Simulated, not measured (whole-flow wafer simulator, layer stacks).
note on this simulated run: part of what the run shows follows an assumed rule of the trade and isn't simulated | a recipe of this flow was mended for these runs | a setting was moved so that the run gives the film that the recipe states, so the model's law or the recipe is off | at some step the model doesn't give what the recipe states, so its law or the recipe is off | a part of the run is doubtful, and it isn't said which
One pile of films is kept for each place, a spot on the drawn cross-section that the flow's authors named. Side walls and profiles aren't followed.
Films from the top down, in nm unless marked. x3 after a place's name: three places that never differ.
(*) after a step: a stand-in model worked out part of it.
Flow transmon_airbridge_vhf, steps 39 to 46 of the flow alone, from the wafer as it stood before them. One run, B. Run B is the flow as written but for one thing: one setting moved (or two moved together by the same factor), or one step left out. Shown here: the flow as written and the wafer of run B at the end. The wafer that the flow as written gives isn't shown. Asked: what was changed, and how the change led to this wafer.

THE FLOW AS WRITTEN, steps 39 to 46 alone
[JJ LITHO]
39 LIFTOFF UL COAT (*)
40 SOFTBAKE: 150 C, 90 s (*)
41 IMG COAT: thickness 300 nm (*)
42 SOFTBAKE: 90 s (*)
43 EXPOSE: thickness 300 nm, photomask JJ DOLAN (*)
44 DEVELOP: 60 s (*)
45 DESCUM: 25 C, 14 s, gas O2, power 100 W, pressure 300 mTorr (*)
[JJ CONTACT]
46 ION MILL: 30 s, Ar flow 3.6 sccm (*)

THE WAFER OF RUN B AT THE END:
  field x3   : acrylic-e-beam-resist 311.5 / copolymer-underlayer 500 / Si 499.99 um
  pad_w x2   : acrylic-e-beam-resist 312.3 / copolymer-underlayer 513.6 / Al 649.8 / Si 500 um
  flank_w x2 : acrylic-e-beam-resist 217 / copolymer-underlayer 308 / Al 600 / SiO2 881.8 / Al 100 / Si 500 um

The cause: step 41, IMG COAT: thickness 343 nm was run, where the flow has thickness 300 nm; step 43, EXPOSE: thickness 343 nm was run, where the flow has thickness 300 nm.

How the change led to this, step by step:
  41 IMG COAT: thickness 300 nm (*)
      field x3, jj_line, ground_far x3: acrylic-e-beam-resist +343 (new film) (as written it would be: acrylic-e-beam-resist +300 (new film))
      pad_w x2: acrylic-e-beam-resist +343.8 (new film) (as written it would be: acrylic-e-beam-resist +300.2 (new film))
      (and at 8 more places)
  44 DEVELOP: 60 s (*)
      jj_line: acrylic-e-beam-resist -343 (all of it), copolymer-underlayer -500 (all of it) (as written it would be: acrylic-e-beam-resist -300 (all of it), copolymer-underlayer -500 (all of it))
